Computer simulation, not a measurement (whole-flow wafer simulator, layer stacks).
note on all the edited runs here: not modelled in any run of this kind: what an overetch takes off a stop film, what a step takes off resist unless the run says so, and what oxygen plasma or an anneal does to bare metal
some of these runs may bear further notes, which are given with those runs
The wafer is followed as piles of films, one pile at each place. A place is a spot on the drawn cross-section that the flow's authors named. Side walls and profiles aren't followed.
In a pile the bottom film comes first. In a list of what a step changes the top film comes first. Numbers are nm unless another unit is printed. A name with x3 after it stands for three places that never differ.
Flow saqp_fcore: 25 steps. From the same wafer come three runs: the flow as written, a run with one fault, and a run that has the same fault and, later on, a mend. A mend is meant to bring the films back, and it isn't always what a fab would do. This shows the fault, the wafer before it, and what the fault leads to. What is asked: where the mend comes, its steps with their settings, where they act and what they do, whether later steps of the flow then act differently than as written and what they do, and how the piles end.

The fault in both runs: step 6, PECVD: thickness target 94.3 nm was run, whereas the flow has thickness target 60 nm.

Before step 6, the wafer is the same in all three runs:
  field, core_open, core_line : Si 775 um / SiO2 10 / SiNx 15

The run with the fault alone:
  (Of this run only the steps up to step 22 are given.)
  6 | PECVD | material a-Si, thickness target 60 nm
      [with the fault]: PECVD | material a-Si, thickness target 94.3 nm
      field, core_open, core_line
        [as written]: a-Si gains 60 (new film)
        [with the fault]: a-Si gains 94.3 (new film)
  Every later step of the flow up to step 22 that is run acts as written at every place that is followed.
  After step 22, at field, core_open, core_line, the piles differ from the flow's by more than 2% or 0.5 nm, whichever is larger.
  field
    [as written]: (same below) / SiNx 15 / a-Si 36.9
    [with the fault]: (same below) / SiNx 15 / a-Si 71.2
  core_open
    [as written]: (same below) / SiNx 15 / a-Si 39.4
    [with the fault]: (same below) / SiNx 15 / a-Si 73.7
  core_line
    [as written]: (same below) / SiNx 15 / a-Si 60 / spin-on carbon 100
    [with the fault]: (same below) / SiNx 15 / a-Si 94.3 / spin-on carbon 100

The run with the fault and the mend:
  After step 7 comes the mend.
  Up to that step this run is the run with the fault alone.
  7a | ETCH | chemistry tmah, depth target 108.4 nm
      field, core_open, core_line
        a-Si loses 94.3 (all of it)
  7b | PECVD | material a-Si, thickness target 60 nm (the flow's step 6, run once more)
      field, core_open, core_line
        a-Si gains 60 (new film)
  Every later step of the flow that is run acts as written at every place that is followed.
  By the end, the piles equal the flow's at every place that both follow.
